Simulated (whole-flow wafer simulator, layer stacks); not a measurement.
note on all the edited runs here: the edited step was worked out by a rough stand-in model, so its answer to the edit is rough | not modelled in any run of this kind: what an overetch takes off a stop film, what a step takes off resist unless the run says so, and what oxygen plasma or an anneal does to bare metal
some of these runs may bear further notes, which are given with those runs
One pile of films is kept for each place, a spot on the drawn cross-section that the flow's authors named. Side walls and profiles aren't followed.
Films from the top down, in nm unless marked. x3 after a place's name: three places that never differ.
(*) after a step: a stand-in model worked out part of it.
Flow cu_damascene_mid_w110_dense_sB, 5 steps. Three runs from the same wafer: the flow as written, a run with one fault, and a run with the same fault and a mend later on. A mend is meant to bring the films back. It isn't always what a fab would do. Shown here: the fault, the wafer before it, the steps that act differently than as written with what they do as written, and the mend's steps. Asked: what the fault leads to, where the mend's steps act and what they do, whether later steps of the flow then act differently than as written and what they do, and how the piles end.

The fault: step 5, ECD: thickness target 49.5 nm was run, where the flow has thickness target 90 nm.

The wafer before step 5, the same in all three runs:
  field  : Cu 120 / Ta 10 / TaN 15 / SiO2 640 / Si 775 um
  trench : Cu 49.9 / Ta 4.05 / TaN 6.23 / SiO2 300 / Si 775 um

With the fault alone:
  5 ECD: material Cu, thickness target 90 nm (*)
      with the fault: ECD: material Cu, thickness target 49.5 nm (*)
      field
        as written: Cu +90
        with the fault: Cu +49.5
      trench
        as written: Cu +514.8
        with the fault: Cu +474.3
  No later step of the flow acts differently than as written at any place that is followed.
  At the end the piles differ from the flow's by more than 2% or 0.5 nm, whichever is larger, at field, trench.
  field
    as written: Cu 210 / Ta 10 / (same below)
    with the fault: Cu 169.5 / Ta 10 / (same below)
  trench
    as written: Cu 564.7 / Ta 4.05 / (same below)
    with the fault: Cu 524.2 / Ta 4.05 / (same below)

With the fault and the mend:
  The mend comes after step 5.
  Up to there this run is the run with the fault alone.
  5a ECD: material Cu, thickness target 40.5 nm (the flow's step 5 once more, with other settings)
      field, trench
        Cu +40.5
  No later step of the flow acts differently than as written at any place that is followed.
  At the end the piles are the same as the flow's at every place that both follow.
